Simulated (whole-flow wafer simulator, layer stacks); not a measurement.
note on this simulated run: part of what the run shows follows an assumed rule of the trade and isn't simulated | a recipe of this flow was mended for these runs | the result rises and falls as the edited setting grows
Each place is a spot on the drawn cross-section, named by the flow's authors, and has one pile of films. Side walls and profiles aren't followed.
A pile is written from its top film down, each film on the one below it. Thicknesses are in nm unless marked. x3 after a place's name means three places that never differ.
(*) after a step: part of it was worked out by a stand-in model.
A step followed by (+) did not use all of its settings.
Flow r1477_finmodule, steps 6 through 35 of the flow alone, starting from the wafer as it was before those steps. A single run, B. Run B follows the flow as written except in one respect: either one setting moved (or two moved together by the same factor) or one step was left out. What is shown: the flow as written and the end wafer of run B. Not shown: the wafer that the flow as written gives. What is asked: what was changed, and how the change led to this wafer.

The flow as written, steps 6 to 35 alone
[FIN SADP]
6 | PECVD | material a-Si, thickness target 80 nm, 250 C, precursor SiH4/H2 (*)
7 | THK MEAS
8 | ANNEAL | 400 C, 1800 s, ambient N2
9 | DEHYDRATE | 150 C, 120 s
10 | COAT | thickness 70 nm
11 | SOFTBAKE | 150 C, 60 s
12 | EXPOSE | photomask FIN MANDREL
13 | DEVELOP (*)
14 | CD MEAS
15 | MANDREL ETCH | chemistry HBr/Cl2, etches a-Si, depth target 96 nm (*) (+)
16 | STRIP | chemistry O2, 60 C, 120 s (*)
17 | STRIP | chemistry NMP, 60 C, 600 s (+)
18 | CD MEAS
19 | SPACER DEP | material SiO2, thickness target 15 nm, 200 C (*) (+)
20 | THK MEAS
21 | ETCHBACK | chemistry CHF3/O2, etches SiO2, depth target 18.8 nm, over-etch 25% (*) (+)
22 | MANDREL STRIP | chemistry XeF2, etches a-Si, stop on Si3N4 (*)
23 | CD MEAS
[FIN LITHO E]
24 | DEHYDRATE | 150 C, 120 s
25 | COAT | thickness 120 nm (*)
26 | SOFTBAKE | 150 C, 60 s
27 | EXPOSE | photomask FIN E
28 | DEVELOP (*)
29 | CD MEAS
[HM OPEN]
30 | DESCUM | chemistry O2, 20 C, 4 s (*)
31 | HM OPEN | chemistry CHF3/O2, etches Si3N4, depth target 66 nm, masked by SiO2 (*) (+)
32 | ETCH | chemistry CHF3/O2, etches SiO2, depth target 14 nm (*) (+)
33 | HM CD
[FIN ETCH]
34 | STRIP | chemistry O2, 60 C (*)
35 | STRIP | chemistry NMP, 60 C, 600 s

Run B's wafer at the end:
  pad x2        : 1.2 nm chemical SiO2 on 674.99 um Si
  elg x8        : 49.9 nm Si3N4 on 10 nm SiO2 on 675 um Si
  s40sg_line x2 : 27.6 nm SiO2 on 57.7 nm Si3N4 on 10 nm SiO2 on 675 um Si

The reason: step 21, ETCHBACK: depth target 23.3 nm was run, while the flow as written has depth target 18.8 nm.

Step by step, how the change led to this:
  21 | ETCHBACK | chemistry CHF3/O2, etches SiO2, depth target 18.8 nm, over-etch 25% (*) (+)
      pad x2, elg x8, esg x2 and 12 more: SiO2 loses 15 (all of it), Si3N4 loses 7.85 (as written it would have been: SiO2 loses 15 (all of it), Si3N4 loses 3.62)
      s40cg x2, s45cg x2, s50cg x2: SiO2 loses 15 (all of it), chemical SiO2 loses 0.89 (all of it), a-Si loses 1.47 (as written it would have been: SiO2 loses 15 (all of it), chemical SiO2 loses 0.89 (all of it), a-Si loses 0.58)
  25 | COAT | thickness 120 nm (*)
      s40cg x2: e-beam-resist gains 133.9 (new film) (as written it would have been: e-beam-resist gains 136.7 (new film))
      s40sg_line x2: e-beam-resist gains 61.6 (new film) (as written it would have been: e-beam-resist gains 60 (new film))
      (also at 4 further places)
  28 | DEVELOP (*)
      s40cg x2: e-beam-resist loses 133.9 (all of it) (as written it would have been: e-beam-resist loses 136.7 (all of it))
      s40sg_line x2: e-beam-resist loses 61.6 (all of it) (as written it would have been: e-beam-resist loses 60 (all of it))
      (also at 4 further places)
  31 | HM OPEN | chemistry CHF3/O2, etches Si3N4, depth target 66 nm, masked by SiO2 (*) (+)
      pad x2, esg x2, e40sg x2, e100sg x2, e200sg x2, s40sg x2, s45sg x2, s50sg x2: Si3N4 loses 49.9 (all of it), SiO2 loses 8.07 (as written it would have been: Si3N4 loses 54.1 (all of it), SiO2 loses 5.95)
  32 | ETCH | chemistry CHF3/O2, etches SiO2, depth target 14 nm (*) (+)
      pad x2, esg x2, e40sg x2, e100sg x2, e200sg x2, s40sg x2, s45sg x2, s50sg x2: SiO2 loses 1.93 (all of it), Si loses 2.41 (as written it would have been: SiO2 loses 4.05 (all of it), Si loses 1.99)
